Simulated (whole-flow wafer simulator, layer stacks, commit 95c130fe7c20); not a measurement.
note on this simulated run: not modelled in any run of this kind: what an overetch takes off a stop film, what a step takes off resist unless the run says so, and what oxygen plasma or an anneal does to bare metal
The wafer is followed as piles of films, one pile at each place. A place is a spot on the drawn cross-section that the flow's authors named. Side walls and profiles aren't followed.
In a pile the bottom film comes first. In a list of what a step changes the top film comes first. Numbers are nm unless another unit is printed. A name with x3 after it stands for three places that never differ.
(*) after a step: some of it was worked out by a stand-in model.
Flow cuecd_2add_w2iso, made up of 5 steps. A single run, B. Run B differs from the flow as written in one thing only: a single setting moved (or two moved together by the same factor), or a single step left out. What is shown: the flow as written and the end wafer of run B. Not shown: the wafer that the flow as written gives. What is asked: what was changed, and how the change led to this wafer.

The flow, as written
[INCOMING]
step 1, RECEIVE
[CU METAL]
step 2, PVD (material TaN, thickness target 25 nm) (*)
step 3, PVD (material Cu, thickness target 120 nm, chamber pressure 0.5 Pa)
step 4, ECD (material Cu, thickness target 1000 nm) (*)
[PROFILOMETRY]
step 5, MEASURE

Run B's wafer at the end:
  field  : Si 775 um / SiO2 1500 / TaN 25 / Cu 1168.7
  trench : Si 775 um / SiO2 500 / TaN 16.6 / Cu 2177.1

The reason: step 3, PVD: thickness target 168.7 nm was run, though the flow has thickness target 120 nm.

How this came from the change, step by step:
  step 3, PVD (material Cu, thickness target 120 nm, chamber pressure 0.5 Pa)
      field: +168.7 Cu (new film) (as written it would have been: +120 Cu (new film))
      trench: +113.3 Cu (new film) (as written it would have been: +80.8 Cu (new film))
